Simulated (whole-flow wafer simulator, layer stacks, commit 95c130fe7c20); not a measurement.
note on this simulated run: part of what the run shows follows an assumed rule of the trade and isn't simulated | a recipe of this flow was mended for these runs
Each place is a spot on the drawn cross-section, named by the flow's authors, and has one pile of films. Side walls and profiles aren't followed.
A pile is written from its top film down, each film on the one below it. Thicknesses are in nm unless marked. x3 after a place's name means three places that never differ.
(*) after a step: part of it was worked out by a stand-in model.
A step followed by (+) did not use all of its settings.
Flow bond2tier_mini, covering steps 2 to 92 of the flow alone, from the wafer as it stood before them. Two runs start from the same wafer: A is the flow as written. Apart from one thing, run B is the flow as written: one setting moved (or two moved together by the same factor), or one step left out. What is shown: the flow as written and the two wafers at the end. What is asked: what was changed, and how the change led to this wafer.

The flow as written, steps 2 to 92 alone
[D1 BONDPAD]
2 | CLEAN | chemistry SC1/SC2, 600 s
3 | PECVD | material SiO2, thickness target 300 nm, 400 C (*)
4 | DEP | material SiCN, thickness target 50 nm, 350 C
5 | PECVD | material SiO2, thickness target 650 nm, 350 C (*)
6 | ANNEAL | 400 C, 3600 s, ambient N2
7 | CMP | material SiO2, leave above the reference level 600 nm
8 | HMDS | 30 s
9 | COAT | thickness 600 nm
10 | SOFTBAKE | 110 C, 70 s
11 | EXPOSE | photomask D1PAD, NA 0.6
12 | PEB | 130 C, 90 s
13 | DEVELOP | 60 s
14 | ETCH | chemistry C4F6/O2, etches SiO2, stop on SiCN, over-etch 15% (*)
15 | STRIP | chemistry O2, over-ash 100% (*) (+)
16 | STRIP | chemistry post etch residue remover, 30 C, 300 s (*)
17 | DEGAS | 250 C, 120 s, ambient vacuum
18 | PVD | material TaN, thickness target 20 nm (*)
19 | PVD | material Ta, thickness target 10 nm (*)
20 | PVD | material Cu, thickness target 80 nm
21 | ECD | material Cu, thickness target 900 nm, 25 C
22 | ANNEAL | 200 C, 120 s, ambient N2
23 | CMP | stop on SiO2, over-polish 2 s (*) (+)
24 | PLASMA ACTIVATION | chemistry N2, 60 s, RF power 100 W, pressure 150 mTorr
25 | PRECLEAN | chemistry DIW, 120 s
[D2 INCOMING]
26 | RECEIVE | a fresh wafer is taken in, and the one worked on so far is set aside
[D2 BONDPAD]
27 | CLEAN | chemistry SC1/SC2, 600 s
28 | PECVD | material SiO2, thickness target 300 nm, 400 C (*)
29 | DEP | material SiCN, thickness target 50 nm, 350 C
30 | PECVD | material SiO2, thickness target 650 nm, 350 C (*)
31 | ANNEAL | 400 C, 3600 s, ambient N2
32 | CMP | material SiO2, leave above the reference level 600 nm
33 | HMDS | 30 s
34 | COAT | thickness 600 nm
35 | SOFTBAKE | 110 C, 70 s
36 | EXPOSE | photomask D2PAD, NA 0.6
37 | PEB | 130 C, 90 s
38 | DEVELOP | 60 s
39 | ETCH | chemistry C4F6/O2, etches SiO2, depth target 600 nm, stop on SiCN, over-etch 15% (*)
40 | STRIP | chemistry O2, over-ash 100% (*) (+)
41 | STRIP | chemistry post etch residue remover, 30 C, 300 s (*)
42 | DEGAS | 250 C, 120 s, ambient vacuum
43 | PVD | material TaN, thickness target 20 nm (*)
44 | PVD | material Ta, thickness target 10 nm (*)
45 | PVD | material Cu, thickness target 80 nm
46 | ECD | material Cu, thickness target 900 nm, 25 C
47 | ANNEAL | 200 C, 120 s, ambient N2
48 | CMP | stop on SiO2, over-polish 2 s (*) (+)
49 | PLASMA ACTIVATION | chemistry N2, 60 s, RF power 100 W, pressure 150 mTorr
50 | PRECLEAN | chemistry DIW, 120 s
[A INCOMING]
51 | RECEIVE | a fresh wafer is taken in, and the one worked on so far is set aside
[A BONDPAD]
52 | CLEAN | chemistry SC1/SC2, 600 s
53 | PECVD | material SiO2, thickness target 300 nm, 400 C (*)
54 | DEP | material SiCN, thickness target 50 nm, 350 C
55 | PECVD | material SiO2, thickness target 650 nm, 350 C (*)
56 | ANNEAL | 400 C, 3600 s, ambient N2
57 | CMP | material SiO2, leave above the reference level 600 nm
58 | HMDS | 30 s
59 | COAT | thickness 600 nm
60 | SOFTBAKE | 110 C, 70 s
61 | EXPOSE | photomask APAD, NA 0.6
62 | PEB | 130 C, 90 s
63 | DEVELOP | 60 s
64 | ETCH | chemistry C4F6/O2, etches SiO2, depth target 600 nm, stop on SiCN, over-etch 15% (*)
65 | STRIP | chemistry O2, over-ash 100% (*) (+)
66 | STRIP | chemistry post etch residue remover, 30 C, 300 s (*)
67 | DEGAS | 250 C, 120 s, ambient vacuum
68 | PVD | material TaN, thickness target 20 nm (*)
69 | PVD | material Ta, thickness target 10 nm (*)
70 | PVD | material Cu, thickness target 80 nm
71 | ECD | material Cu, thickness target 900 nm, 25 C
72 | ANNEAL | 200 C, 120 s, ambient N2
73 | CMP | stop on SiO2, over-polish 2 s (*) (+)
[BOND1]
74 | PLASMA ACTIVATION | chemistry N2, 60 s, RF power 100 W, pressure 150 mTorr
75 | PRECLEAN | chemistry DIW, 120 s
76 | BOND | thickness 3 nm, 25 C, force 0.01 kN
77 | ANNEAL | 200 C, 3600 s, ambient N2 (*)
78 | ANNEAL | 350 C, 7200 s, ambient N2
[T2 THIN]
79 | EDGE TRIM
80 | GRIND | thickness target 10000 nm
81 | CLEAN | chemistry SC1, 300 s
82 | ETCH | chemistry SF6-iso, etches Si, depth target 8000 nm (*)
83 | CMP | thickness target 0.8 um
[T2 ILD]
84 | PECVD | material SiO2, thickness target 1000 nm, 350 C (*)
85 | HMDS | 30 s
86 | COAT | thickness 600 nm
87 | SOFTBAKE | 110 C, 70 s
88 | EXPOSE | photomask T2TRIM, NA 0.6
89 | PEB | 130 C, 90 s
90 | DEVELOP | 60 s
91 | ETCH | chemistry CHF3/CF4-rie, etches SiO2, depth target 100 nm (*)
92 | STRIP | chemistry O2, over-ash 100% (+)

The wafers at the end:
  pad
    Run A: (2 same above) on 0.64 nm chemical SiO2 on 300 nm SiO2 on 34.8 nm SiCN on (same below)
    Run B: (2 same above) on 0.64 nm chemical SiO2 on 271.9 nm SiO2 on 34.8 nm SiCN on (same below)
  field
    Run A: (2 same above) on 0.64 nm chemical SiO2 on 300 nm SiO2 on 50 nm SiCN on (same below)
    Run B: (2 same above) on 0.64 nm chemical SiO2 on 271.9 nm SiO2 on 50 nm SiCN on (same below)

The reason: step 3, PECVD: thickness target 271.9 nm was run, while the flow as written has thickness target 300 nm.
The wafer lets one read it off: pad has SiO2 271.9, and step 3 as written asks for 300 nm.

Step by step, how the change led to this:
  3 | PECVD | material SiO2, thickness target 300 nm, 400 C (*)
      field, pad, via: A +300 SiO2 (new film) | B +271.9 SiO2 (new film)
  76 | BOND | thickness 3 nm, 25 C, force 0.01 kN
      field: A +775 um Si (new film), +0.64 chemical SiO2 (new film), +300 SiO2 (new film), +50 SiCN (new film), +600 SiO2 | B +775 um Si (new film), +0.64 chemical SiO2 (new film), +271.9 SiO2 (new film), +50 SiCN (new film), +600 SiO2
      pad: A +775 um Si (new film), +0.64 chemical SiO2 (new film), +300 SiO2 (new film), +34.8 SiCN (new film), +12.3 TaN (new film), +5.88 Ta (new film), +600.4 Cu | B +775 um Si (new film), +0.64 chemical SiO2 (new film), +271.9 SiO2 (new film), +34.8 SiCN (new film), +12.3 TaN (new film), +5.88 Ta (new film), +600.4 Cu
      (also at 1 further place)
